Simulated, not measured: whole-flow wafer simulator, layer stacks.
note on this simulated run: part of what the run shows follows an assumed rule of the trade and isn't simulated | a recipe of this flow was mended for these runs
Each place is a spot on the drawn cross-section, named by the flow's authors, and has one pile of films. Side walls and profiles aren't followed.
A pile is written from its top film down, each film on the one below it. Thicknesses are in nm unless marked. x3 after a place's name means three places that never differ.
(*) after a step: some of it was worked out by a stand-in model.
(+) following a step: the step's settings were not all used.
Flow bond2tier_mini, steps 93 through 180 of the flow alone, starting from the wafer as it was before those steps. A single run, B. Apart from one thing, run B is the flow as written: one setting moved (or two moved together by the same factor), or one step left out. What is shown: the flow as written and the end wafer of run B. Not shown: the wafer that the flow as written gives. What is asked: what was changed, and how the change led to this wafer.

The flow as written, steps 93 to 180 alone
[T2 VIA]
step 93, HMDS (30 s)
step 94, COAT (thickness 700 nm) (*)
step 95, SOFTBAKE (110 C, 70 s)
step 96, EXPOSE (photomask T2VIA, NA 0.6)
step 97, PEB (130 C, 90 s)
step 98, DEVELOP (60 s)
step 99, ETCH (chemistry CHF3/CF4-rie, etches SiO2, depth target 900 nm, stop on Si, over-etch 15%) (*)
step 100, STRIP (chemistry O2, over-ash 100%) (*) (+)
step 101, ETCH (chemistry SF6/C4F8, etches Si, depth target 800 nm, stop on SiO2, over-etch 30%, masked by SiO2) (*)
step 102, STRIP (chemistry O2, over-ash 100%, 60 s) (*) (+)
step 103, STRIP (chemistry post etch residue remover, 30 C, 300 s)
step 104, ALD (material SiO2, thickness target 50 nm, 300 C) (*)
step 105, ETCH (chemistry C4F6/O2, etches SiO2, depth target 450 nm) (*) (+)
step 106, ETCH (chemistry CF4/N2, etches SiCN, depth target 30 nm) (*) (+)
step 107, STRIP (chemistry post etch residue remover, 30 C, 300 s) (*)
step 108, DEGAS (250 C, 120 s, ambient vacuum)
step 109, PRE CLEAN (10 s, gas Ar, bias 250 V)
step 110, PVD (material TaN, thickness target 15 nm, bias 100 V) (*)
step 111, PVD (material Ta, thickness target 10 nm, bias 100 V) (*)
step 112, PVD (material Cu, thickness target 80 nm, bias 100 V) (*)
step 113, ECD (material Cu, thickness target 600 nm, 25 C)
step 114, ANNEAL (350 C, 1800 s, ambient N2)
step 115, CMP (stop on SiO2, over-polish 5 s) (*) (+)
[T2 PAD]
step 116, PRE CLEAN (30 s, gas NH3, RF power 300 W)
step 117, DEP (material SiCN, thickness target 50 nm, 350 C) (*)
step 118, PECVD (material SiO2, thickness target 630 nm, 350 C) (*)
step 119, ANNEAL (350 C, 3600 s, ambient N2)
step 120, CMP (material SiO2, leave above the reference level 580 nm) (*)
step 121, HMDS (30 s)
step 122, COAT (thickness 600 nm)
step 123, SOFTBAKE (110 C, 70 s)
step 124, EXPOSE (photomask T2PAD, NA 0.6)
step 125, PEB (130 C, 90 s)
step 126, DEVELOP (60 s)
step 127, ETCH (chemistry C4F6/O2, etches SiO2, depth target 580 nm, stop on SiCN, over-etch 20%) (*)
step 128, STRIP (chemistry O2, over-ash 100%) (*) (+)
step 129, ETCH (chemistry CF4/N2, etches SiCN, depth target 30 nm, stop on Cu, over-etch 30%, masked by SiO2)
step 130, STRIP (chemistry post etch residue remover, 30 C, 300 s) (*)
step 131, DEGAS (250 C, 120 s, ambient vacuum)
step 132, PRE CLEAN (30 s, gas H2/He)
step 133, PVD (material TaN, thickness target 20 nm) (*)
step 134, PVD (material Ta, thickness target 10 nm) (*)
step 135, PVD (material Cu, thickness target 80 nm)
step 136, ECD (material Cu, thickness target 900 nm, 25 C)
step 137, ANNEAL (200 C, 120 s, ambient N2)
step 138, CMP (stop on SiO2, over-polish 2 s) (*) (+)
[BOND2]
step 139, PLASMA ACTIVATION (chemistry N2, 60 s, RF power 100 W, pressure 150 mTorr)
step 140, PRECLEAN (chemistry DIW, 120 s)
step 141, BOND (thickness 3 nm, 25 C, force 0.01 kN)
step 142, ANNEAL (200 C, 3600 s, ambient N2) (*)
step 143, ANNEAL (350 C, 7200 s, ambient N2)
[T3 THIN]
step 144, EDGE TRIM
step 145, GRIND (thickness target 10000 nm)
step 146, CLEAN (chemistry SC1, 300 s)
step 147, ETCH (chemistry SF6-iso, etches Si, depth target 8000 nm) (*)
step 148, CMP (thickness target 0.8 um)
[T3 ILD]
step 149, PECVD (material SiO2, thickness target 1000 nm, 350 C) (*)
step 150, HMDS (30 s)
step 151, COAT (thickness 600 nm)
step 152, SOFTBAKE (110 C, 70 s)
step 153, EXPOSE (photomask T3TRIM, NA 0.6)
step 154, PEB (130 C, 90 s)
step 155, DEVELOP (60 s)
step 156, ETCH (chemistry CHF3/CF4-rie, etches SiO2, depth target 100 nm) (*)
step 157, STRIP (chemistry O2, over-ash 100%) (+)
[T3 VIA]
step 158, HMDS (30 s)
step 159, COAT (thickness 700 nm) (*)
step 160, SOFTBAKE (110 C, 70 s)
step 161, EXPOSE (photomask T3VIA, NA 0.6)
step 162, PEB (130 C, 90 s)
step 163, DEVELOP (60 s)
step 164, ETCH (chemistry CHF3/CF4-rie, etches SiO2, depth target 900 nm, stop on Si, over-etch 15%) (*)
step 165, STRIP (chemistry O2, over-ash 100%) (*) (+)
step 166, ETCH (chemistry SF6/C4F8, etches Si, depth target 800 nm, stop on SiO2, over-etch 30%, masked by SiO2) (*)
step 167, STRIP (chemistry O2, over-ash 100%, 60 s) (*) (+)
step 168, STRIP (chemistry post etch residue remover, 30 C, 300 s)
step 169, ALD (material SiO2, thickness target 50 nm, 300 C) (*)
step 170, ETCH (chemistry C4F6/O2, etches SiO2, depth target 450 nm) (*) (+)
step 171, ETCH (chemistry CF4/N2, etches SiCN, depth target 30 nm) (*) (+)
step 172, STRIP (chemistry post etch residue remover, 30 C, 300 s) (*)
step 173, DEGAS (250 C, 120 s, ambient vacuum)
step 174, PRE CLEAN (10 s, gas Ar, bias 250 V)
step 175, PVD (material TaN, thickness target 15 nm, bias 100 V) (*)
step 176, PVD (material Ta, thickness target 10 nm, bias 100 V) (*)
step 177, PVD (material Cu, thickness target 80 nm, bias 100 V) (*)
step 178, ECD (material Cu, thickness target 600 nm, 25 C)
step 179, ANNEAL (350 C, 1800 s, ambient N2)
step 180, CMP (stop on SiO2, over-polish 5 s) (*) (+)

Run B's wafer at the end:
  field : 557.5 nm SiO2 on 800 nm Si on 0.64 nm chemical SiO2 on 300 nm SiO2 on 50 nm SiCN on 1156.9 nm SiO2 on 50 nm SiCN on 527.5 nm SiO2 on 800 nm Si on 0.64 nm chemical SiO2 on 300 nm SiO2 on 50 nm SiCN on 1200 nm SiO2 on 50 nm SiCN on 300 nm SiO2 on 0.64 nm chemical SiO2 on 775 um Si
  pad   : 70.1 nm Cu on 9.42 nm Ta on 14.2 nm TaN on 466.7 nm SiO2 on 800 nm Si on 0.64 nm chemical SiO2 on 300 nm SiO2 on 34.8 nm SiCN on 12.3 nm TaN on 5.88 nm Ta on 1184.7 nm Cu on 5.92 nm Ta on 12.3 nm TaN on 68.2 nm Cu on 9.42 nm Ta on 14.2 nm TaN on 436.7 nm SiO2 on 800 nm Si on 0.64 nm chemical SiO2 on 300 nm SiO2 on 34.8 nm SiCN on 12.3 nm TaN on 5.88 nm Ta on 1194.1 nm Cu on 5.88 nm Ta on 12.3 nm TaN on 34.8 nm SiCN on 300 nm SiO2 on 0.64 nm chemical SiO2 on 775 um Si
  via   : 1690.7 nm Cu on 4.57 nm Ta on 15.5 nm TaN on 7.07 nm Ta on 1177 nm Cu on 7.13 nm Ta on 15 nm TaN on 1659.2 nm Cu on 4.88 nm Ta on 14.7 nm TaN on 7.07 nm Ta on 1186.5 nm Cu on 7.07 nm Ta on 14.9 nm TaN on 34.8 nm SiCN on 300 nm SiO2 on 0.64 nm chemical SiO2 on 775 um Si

The reason: step 104, ALD: thickness target 20 nm was run, while the flow as written has thickness target 50 nm.

Step by step, how the change led to this:
  step 104, ALD (material SiO2, thickness target 50 nm, 300 C) (*)
      field, pad, via: SiO2 gains 20 (it would be, as written: SiO2 gains 50)
  step 105, ETCH (chemistry C4F6/O2, etches SiO2, depth target 450 nm) (*) (+)
      via: SiO2 loses 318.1 (all of it), SiCN loses 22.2 (it would be, as written: SiO2 loses 348.1 (all of it), SiCN loses 17.2)
  step 106, ETCH (chemistry CF4/N2, etches SiCN, depth target 30 nm) (*) (+)
      via: SiCN loses 12.6 (all of it), TaN loses 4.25 (it would be, as written: SiCN loses 17.6 (all of it), TaN loses 3.01)
  step 112, PVD (material Cu, thickness target 80 nm, bias 100 V) (*)
      via: Cu gains 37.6 (new film) (it would be, as written: Cu gains 35 (new film))
